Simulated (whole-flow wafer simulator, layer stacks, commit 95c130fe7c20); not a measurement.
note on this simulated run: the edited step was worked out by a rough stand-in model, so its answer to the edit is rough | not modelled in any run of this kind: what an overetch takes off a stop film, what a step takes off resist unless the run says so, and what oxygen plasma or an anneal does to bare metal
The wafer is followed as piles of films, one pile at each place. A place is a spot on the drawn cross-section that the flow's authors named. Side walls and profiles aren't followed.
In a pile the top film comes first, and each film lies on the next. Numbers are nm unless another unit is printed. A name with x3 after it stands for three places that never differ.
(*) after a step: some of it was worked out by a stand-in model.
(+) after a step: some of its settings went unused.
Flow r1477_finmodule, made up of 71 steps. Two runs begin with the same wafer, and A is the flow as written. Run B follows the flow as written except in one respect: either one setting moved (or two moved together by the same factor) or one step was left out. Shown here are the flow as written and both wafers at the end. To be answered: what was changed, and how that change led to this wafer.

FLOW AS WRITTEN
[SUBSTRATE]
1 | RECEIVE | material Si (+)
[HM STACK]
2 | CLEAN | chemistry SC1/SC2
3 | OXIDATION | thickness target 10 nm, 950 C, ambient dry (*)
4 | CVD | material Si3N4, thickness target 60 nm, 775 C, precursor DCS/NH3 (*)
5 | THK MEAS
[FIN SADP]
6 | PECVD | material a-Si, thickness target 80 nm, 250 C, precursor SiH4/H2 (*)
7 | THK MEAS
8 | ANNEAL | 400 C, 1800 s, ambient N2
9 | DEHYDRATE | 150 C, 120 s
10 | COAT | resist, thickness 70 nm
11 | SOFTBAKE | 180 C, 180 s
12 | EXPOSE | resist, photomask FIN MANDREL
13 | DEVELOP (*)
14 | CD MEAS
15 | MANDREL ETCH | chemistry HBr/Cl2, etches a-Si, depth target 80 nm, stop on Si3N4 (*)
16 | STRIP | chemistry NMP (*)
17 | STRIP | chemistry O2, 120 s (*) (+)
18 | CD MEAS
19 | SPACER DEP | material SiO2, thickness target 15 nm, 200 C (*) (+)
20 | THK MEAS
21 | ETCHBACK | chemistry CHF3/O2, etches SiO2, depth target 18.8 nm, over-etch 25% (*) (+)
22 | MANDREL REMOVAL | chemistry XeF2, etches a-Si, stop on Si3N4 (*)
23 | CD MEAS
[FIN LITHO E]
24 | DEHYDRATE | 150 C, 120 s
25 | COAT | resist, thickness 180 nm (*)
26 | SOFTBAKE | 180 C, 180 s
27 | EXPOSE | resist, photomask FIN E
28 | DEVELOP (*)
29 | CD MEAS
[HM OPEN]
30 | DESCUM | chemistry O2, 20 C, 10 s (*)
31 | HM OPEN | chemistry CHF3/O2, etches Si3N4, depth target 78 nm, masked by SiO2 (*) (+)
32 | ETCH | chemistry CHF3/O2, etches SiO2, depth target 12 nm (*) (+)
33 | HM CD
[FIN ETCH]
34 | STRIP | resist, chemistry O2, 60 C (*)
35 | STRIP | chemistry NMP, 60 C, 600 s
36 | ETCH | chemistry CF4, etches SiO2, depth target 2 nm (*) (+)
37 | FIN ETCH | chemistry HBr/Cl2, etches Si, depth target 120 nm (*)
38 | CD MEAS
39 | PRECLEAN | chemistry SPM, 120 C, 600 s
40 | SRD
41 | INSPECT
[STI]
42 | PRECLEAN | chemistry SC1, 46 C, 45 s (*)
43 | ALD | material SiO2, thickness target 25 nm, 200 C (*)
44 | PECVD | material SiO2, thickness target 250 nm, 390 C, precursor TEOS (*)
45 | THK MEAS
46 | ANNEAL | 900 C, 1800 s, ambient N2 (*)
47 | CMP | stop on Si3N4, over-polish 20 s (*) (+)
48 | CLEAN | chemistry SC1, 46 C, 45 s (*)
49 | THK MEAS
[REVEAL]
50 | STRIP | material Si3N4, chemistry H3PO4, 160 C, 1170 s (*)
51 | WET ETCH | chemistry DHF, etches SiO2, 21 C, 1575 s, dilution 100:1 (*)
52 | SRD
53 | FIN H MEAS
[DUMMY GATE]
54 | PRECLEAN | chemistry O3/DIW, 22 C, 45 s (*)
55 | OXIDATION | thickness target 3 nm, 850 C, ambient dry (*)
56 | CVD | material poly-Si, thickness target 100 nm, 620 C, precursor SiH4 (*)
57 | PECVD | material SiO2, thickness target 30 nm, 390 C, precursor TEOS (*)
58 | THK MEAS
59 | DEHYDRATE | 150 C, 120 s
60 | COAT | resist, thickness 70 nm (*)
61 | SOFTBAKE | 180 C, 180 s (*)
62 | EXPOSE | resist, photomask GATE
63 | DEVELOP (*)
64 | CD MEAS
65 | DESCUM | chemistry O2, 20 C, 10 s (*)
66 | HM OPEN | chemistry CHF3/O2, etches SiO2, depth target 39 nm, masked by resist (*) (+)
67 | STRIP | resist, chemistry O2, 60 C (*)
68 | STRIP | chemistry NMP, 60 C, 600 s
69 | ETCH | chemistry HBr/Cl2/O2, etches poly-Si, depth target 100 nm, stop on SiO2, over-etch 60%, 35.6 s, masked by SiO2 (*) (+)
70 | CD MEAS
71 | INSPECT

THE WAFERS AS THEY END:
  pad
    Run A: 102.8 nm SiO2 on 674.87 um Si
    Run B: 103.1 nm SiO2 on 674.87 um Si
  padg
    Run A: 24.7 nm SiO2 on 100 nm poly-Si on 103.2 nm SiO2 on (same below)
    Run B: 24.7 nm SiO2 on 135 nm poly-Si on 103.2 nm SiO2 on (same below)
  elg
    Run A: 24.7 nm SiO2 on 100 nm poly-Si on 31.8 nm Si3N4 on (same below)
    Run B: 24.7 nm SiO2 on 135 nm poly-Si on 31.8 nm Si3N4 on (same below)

What caused this: step 56, CVD: thickness target 135 nm was run, though the flow has thickness target 100 nm.
The wafer lets one read it off: padg has poly-Si 135, and step 56 as written asks for 100 nm.

How this came from the change, step by step:
  56 | CVD | material poly-Si, thickness target 100 nm, 620 C, precursor SiH4 (*)
      pad, padg, elg and 26 more: A poly-Si gains 100 (new film) | B poly-Si gains 135 (new film)
      s40cg, s40co: A poly-Si gains 113.9 (new film) | B poly-Si gains 149.5 (new film)
      (and at 5 other places as well)
  67 | STRIP | resist, chemistry O2, 60 C (*)
      s50cg: A resist loses 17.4 (all of it) | B resist loses 16.7 (all of it)
  69 | ETCH | chemistry HBr/Cl2/O2, etches poly-Si, depth target 100 nm, stop on SiO2, over-etch 60%, 35.6 s, masked by SiO2 (*) (+)
      elo, e40lo, e100lo, e200lo: A chemical SiO2 loses 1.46 (all of it), poly-Si loses 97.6 (all of it), Si3N4 loses 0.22 | B chemical SiO2 loses 1.46 (all of it), poly-Si loses 132.6 (all of it)
      s40co: A chemical SiO2 loses 1.46 (all of it), poly-Si loses 111.5 (all of it), SiO2 loses 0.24 | B chemical SiO2 loses 1.46 (all of it), poly-Si loses 147 (all of it)
      (and at 13 other places as well)
